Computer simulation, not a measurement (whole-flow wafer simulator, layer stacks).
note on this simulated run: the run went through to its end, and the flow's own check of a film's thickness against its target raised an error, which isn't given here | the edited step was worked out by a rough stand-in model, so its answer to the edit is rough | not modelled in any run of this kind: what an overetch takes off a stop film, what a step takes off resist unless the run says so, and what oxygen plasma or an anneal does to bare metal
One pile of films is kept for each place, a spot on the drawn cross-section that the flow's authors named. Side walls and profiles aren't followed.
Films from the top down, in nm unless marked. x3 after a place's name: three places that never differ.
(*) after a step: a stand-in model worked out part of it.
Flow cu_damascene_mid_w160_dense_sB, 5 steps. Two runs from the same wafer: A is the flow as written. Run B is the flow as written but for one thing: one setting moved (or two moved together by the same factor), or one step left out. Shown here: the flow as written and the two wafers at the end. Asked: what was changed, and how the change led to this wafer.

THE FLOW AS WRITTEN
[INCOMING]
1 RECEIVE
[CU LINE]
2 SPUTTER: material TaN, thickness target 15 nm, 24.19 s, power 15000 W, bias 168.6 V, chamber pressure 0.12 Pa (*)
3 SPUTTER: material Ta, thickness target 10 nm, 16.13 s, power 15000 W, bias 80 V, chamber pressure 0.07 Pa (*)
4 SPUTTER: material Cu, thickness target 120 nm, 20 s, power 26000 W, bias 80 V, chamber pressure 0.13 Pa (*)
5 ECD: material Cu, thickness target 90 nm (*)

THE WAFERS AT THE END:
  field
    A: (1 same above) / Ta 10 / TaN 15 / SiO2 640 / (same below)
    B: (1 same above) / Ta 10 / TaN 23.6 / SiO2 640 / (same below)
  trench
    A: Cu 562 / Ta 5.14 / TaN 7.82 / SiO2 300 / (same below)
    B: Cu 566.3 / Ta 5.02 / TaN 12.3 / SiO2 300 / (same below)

The cause: step 2, SPUTTER: thickness target 23.6 nm was run, where the flow has thickness target 15 nm; step 2, SPUTTER: 38.1 s was run, where the flow has 24.19 s.
It can be read off the wafer: field has TaN 23.6, and step 2 as written asks for 15 nm.

How the change led to this, step by step:
  2 SPUTTER: material TaN, thickness target 15 nm, 24.19 s, power 15000 W, bias 168.6 V, chamber pressure 0.12 Pa (*)
      field: A TaN +15 (new film) | B TaN +23.6 (new film)
      trench: A TaN +7.82 (new film) | B TaN +12.3 (new film)
